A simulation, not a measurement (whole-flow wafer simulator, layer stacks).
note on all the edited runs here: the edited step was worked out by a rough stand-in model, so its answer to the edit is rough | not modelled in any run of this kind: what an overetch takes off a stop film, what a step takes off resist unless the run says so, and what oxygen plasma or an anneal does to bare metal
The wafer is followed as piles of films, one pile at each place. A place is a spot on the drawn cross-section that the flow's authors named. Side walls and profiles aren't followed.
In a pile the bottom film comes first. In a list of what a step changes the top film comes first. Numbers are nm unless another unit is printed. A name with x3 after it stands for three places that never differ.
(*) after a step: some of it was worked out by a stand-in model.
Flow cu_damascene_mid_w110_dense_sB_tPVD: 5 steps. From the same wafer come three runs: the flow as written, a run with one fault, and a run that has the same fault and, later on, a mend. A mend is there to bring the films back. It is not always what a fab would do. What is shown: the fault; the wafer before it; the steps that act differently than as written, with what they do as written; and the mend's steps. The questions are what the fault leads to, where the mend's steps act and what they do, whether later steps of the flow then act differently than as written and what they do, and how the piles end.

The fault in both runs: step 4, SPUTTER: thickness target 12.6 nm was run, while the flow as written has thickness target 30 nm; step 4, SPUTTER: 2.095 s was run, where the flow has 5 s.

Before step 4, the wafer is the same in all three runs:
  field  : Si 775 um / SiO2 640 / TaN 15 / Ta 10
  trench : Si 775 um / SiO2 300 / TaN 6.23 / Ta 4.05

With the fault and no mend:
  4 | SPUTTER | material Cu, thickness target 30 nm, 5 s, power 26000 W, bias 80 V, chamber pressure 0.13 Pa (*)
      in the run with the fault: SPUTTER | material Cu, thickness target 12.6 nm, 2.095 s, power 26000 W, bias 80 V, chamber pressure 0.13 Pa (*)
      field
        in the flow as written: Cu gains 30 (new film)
        in the run with the fault: Cu gains 12.6 (new film)
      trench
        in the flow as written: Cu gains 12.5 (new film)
        in the run with the fault: Cu gains 5.24 (new film)
  Later steps of the flow acting differently than as written:
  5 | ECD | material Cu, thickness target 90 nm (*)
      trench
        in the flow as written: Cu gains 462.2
        in the run with the fault: Cu gains 452.1
  At field, trench, the piles at the end differ from the flow's by more than 2% or 0.5 nm, whichever is larger.
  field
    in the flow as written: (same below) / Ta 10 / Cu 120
    in the run with the fault: (same below) / Ta 10 / Cu 102.6
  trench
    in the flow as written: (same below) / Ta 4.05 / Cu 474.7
    in the run with the fault: (same below) / Ta 4.05 / Cu 457.3

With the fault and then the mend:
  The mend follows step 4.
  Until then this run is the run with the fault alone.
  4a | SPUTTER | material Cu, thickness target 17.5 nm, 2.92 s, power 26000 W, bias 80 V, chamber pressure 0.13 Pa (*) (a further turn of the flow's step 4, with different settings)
      field
        Cu gains 17.5
      trench
        Cu gains 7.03
  Every later step of the flow that is run acts as written, at every place that is followed, to within 2% or 0.5 nm, whichever is larger.
  The piles end only slightly different from the flow's at the places that both follow, by no more than 2% or 0.5 nm, whichever is larger.
